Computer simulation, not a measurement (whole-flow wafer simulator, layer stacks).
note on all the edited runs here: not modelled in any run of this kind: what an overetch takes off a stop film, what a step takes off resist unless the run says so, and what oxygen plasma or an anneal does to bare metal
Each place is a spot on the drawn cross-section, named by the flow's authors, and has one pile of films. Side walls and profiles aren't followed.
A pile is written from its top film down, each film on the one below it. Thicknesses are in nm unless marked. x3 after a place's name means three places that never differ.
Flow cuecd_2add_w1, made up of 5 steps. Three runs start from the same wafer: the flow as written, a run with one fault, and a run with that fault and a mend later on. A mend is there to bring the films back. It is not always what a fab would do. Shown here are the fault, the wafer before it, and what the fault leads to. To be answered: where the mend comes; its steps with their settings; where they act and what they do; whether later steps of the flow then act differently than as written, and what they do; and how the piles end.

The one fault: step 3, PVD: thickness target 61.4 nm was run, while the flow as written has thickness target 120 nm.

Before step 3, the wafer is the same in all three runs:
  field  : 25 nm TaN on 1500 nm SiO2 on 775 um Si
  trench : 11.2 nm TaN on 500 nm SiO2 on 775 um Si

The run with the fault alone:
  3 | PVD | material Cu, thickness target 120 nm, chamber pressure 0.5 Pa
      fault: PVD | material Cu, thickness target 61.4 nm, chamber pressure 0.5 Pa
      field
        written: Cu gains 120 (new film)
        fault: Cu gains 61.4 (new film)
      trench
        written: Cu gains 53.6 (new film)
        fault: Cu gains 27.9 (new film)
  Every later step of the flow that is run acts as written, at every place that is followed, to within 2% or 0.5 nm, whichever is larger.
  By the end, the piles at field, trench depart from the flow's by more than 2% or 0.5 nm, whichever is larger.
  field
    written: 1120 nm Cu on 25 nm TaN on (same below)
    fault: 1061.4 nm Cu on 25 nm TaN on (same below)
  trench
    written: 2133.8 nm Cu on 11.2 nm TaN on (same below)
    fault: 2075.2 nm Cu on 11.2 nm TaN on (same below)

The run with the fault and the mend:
  After step 3 comes the mend.
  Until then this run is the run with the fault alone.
  3a | ETCH | chemistry cu recess dil, depth target 70.83 nm
      field
        Cu loses 61.4 (all of it)
      trench
        Cu loses 27.9 (all of it)
  3b | PVD | material Cu, thickness target 120 nm, chamber pressure 0.5 Pa (the flow's step 3 again)
      field
        Cu gains 120 (new film)
      trench
        Cu gains 53.6 (new film)
  Every later step of the flow that is run acts as written at every place that is followed.
  By the end, the piles equal the flow's at every place that both follow.
